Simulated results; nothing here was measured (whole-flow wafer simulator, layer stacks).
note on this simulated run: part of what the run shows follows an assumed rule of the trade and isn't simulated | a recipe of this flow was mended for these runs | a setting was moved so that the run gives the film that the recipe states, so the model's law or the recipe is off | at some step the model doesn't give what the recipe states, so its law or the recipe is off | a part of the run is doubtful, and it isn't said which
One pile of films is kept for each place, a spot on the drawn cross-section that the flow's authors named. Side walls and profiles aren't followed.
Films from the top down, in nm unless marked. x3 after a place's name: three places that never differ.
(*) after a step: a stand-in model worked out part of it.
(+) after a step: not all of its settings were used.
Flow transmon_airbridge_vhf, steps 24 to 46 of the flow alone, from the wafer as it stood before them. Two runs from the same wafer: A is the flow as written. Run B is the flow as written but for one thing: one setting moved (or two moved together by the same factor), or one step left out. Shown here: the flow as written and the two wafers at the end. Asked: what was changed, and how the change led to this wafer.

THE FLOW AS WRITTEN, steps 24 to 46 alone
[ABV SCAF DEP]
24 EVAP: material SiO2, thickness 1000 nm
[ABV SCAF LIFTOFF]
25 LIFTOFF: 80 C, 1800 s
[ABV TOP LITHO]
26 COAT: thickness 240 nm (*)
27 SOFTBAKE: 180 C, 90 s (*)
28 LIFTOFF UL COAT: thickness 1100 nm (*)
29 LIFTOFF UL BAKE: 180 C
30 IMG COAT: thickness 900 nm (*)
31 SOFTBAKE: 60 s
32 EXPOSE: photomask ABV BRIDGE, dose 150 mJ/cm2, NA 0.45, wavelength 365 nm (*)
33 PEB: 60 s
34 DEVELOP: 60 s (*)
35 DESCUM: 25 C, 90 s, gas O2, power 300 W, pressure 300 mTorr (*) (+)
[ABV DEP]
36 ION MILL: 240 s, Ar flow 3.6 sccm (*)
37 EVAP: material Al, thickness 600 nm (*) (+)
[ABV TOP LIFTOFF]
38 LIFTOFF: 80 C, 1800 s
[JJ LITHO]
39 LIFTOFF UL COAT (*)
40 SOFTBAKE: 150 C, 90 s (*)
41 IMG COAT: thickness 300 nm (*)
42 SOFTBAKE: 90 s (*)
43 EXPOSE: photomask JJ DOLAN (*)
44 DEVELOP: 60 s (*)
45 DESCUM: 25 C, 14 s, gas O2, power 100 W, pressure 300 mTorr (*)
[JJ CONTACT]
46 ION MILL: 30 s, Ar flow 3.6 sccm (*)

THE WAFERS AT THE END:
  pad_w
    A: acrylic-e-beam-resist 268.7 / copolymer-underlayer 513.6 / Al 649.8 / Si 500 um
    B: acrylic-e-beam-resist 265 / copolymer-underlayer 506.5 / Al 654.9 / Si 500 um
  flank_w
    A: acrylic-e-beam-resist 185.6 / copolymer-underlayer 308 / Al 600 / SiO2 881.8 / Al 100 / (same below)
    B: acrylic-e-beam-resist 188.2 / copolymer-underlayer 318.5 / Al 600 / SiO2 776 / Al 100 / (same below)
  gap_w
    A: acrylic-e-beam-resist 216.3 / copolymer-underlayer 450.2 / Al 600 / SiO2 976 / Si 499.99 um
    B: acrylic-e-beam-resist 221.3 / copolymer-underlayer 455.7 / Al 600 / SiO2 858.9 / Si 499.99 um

The cause: step 24, EVAP: thickness 880 nm was run, where the flow has thickness 1000 nm; step 36, ION MILL: 211 s was run, where the flow has 240 s.

How the change led to this, step by step:
  24 EVAP: material SiO2, thickness 1000 nm
      field x3, jj_line, ground_far and 10 more: A SiO2 +1000 (new film) | B SiO2 +880 (new film)
      flank_w, flank_e: A SiO2 +905.8 (new film) | B SiO2 +797.1 (new film)
  25 LIFTOFF: 80 C, 1800 s
      field x3, jj_line, trace_open_s x2: A SiO2 -1000 (all of it), i-line-resist -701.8 (all of it), lift-off-underlayer -1100 (all of it), acrylic-e-beam-resist -240 (all of it) | B SiO2 -880 (all of it), i-line-resist -701.8 (all of it), lift-off-underlayer -1100 (all of it), acrylic-e-beam-resist -240 (all of it)
      pad_w, pad_e: A SiO2 -1000 (all of it), i-line-resist -696.3 (all of it), lift-off-underlayer -1089.9 (all of it), acrylic-e-beam-resist -239.3 (all of it) | B SiO2 -880 (all of it), i-line-resist -696.3 (all of it), lift-off-underlayer -1089.9 (all of it), acrylic-e-beam-resist -239.3 (all of it)
      (and at 1 more place)
  26 COAT: thickness 240 nm (*)
      flank_w, flank_e: A acrylic-e-beam-resist +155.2 (new film) | B acrylic-e-beam-resist +158.8 (new film)
      gap_w, gap_e: A acrylic-e-beam-resist +211.2 (new film) | B acrylic-e-beam-resist +216.5 (new film)
      (and at 4 more places)
  28 LIFTOFF UL COAT: thickness 1100 nm (*)
      margin_s, margin_n: A lift-off-underlayer +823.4 (new film) | B lift-off-underlayer +852 (new film)
      flank_w: A lift-off-underlayer +832.3 (new film) | B lift-off-underlayer +860.5 (new film)
      (and at 2 more places)
  30 IMG COAT: thickness 900 nm (*)
      gap_w, gap_e: A i-line-resist +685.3 (new film) | B i-line-resist +714 (new film)
      margin_s, margin_n: A i-line-resist +603.2 (new film) | B i-line-resist +641.3 (new film)
      (and at 4 more places)
  33 PEB: 60 s
      flank_w, flank_e: A i-line-resist -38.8 | B i-line-resist -40
      gap_w, gap_e: A i-line-resist -35 | B i-line-resist -36.6
      (and at 4 more places)
  34 DEVELOP: 60 s (*)
      gap_w, gap_e: A i-line-resist -650.2 (all of it), lift-off-underlayer -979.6 (all of it) | B i-line-resist -677.4 (all of it), lift-off-underlayer -996.2 (all of it)
      flank_w: A i-line-resist -716.4 (all of it), lift-off-underlayer -832.3 (all of it) | B i-line-resist -737.7 (all of it), lift-off-underlayer -860.5 (all of it)
      (and at 3 more places)
  35 DESCUM: 25 C, 90 s, gas O2, power 300 W, pressure 300 mTorr (*) (+)
      flank_w, flank_e: A acrylic-e-beam-resist -155.2 (all of it) | B acrylic-e-beam-resist -158.8 (all of it)
      gap_w, gap_e: A acrylic-e-beam-resist -211.2 (all of it) | B acrylic-e-beam-resist -216.5 (all of it)
      (and at 2 more places)
  36 ION MILL: 240 s, Ar flow 3.6 sccm (*)
      field x3, jj_line, ground_far, trace_open_s x2, margin_s, margin_n: A i-line-resist -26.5 | B i-line-resist -23.3
      flank_w, gap_w, cpw_trace, gap_e, flank_e, bridge_strip: A SiO2 -24 | B SiO2 -21.1
      (and at 2 more places)
  38 LIFTOFF: 80 C, 1800 s
      margin_s, margin_n: A Al -600 (all of it), i-line-resist -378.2 (all of it), lift-off-underlayer -823.4 (all of it), acrylic-e-beam-resist -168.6 (all of it) | B Al -600 (all of it), i-line-resist -420.4 (all of it), lift-off-underlayer -852 (all of it), acrylic-e-beam-resist -175.5 (all of it)
  39 LIFTOFF UL COAT (*)
      flank_w, flank_e: A copolymer-underlayer +308 (new film) | B copolymer-underlayer +318.5 (new film)
      margin_s, margin_n: A copolymer-underlayer +446.3 (new film) | B copolymer-underlayer +455.6 (new film)
  41 IMG COAT: thickness 300 nm (*)
      margin_s, margin_n: A acrylic-e-beam-resist +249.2 (new film) | B acrylic-e-beam-resist +256.6 (new film)
      bridge_strip: A acrylic-e-beam-resist +196.8 (new film) | B acrylic-e-beam-resist +202.1 (new film)
